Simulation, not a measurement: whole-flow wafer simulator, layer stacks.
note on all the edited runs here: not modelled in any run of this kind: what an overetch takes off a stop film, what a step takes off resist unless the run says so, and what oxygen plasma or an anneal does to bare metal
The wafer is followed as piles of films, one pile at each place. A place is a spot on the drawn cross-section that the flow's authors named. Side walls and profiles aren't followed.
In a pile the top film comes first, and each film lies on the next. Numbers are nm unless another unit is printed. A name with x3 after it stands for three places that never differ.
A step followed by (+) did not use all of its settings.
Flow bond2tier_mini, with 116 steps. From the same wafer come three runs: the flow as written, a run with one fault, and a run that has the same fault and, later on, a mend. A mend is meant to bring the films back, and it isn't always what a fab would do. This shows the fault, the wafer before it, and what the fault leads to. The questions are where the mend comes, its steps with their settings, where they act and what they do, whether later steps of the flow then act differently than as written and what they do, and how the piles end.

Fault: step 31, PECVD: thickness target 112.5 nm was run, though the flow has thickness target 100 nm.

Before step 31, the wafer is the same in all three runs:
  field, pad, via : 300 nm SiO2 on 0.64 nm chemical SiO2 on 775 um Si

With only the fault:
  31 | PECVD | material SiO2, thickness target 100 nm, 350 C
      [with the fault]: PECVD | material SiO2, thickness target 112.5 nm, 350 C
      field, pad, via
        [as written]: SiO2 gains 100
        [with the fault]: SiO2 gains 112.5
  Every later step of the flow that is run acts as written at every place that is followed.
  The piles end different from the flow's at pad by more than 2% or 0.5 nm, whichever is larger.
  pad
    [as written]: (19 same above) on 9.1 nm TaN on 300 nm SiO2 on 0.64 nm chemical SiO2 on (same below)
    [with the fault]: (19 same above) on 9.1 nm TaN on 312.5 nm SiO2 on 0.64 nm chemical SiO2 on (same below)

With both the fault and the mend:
  The mend follows step 36.
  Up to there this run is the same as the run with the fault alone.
  36a | STRIP | chemistry O2, over-ash 100% (+)
      field
        KrF resist loses 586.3 (all of it)
  36b | ETCH | chemistry CHF3/CF4-rie, etches SiO2, depth target 12.5 nm
      field, pad, via
        SiO2 loses 12.5
  36c | COAT | KrF resist, thickness 600 nm (the flow's step 32, run once more)
      field, pad, via
        KrF resist gains 600 (new film)
  36d | SOFTBAKE | KrF resist (the flow's step 33, run once more)
      does not change any film at any place that is followed
  36e | EXPOSE | photomask APAD, NA 0.6 (the flow's step 34, run once more)
      does not change any film at any place that is followed
  36f | PEB | KrF resist (the flow's step 35, run once more)
      does not change any film at any place that is followed
  36g | DEVELOP | developer TMAH-0.26N, 60 s (the flow's step 36, run once more)
      pad, via
        KrF resist loses 600 (all of it)
      field
        KrF resist loses 13.7
  Every later step of the flow that is run acts as written at every place that is followed.
  By the end, the piles equal the flow's at every place that both follow.
